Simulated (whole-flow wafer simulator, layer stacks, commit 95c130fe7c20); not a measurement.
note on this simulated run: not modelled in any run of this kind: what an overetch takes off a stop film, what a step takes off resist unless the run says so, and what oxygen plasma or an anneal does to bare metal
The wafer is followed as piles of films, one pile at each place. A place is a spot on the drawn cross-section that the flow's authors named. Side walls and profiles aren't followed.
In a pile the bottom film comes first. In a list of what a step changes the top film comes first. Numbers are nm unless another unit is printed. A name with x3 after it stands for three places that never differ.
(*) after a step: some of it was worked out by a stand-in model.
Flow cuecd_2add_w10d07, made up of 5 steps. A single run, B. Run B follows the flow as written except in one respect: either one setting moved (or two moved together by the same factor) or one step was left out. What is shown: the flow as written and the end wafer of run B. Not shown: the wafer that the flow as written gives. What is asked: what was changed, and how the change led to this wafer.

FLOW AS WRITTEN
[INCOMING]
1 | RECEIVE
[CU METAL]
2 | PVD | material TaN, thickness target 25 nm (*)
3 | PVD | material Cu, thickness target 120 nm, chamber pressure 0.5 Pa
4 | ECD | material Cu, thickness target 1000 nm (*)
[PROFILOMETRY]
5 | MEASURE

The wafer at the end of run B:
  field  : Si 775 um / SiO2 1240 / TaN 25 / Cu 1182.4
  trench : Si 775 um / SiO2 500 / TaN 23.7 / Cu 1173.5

The reason: step 3, PVD: thickness target 182.4 nm was run, though the flow has thickness target 120 nm.

How this came from the change, step by step:
  3 | PVD | material Cu, thickness target 120 nm, chamber pressure 0.5 Pa
      field: Cu gains 182.4 (new film) (as written it would have been: Cu gains 120 (new film))
      trench: Cu gains 173.5 (new film) (as written it would have been: Cu gains 114 (new film))
